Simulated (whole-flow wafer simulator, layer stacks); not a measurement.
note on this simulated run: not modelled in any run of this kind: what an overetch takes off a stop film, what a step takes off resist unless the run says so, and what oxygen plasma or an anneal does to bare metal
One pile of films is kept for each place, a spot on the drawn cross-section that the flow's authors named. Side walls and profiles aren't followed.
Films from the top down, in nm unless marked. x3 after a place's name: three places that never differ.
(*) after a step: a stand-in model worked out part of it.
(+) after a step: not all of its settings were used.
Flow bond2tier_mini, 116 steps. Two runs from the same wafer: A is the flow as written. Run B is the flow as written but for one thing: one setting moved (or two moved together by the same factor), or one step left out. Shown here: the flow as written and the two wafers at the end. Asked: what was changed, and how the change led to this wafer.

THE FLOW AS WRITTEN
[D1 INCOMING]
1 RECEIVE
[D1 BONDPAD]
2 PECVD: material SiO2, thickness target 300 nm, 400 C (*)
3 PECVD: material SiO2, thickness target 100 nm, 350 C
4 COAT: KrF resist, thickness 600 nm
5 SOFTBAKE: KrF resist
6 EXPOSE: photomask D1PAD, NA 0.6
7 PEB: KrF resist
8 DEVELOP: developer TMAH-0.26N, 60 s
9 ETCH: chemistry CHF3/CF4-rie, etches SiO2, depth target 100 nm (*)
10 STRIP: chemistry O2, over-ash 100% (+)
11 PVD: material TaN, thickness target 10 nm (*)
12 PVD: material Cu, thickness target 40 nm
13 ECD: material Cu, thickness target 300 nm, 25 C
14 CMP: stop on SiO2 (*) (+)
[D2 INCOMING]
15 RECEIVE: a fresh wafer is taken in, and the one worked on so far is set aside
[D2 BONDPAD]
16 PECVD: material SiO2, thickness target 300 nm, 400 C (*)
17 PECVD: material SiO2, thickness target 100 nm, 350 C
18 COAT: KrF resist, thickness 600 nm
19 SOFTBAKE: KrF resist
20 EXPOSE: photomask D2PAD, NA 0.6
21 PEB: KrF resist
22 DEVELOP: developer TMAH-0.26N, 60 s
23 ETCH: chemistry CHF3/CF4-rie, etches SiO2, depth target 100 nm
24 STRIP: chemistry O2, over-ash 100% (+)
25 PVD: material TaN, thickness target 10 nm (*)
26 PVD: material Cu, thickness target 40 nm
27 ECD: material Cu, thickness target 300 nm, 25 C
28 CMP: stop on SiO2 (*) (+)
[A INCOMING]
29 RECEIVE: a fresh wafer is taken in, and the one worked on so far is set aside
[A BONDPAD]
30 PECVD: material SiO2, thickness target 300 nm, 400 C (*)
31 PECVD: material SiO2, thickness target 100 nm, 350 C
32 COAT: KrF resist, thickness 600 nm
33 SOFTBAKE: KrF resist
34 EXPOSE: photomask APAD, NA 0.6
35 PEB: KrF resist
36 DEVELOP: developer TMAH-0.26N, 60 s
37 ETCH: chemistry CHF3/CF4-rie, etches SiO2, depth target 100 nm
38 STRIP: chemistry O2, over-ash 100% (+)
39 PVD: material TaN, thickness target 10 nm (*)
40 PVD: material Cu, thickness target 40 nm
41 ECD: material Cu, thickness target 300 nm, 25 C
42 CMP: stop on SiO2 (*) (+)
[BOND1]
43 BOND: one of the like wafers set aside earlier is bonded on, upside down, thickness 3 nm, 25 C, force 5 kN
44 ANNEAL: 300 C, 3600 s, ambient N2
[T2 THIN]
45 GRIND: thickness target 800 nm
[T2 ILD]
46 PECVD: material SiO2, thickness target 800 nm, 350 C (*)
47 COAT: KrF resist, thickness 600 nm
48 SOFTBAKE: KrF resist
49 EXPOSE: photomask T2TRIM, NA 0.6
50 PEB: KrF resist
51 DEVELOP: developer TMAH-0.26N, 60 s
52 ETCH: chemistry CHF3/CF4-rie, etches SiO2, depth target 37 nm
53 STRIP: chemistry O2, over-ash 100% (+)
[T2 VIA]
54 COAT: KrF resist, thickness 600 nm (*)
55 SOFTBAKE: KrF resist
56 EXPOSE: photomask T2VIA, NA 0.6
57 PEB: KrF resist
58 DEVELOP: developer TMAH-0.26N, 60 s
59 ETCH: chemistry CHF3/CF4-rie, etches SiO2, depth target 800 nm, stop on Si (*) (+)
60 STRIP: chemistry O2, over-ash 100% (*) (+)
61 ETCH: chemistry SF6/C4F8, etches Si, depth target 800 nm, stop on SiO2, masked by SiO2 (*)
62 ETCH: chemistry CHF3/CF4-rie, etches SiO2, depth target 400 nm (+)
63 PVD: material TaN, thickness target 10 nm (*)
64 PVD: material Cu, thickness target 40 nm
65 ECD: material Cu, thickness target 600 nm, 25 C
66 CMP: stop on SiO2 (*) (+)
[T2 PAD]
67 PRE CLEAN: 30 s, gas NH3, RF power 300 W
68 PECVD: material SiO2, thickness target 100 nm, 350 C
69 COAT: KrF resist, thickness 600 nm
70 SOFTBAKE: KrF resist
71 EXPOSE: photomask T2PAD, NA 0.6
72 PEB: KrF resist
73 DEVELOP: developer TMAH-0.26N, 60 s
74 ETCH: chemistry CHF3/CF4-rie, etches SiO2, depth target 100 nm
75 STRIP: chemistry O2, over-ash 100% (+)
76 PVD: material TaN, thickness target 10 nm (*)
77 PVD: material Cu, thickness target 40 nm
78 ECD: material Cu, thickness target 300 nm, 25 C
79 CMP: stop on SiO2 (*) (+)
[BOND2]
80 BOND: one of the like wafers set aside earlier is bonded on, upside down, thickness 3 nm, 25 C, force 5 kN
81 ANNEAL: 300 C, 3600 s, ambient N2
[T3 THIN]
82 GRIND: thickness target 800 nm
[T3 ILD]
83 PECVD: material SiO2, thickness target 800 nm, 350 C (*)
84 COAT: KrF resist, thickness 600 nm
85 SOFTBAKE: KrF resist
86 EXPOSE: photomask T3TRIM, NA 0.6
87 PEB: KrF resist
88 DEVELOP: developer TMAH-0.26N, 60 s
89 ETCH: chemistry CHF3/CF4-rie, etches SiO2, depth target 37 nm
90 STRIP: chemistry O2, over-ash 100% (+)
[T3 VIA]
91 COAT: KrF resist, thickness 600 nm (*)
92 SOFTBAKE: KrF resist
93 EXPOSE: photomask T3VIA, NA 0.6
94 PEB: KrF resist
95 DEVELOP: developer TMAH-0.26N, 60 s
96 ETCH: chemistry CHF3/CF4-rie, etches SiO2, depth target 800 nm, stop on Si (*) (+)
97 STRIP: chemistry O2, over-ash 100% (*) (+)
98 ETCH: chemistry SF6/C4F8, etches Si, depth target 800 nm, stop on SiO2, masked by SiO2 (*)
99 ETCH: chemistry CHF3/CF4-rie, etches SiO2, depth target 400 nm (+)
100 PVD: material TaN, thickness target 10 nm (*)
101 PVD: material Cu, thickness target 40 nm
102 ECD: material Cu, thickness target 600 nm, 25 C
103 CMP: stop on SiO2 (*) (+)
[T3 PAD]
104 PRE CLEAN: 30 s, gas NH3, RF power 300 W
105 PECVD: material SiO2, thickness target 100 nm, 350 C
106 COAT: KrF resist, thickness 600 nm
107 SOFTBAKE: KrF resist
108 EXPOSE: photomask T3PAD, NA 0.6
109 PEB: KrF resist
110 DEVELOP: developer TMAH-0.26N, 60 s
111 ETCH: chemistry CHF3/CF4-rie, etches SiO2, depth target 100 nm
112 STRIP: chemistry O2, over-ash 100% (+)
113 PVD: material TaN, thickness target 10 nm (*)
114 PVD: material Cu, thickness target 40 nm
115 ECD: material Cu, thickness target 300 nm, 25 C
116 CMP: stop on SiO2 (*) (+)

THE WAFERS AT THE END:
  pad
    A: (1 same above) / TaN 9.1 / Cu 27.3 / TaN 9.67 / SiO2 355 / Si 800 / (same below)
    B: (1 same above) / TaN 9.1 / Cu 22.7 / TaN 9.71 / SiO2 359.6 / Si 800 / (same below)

The cause: step 89, ETCH: depth target 32.4 nm was run, where the flow has depth target 37 nm.

How the change led to this, step by step:
  89 ETCH: chemistry CHF3/CF4-rie, etches SiO2, depth target 37 nm
      field: A KrF resist -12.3 | B KrF resist -10.8
      pad: A SiO2 -37 | B SiO2 -32.4
